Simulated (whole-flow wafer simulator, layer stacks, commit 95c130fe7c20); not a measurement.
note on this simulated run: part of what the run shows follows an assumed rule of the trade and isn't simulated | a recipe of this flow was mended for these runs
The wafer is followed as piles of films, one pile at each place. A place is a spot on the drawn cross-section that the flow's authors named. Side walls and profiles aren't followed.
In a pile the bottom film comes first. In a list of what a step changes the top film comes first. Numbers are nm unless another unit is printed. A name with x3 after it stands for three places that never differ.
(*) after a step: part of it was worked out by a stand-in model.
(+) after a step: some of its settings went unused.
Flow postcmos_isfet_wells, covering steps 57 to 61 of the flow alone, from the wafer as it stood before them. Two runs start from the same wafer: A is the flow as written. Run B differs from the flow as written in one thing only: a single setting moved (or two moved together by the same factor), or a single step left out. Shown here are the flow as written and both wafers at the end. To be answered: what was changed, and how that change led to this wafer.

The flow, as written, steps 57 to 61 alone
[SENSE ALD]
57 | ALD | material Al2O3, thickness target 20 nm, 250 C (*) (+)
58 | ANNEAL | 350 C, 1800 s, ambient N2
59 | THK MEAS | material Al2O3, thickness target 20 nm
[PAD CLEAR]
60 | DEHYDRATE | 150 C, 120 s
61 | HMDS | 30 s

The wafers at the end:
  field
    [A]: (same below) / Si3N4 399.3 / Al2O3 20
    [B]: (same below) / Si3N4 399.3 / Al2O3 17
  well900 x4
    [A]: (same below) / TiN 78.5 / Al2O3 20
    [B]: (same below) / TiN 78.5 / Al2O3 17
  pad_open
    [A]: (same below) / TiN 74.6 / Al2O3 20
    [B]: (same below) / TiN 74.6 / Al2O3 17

What caused this: step 57, ALD: thickness target 17 nm was run, while the flow as written has thickness target 20 nm.
One can read it off the wafer: field has Al2O3 17, and step 57 as written asks for 20 nm.

How this came from the change, step by step:
  57 | ALD | material Al2O3, thickness target 20 nm, 250 C (*) (+)
      field, margin x3, well900 x4, pad_open: A Al2O3 gains 20 (new film) | B Al2O3 gains 17 (new film)
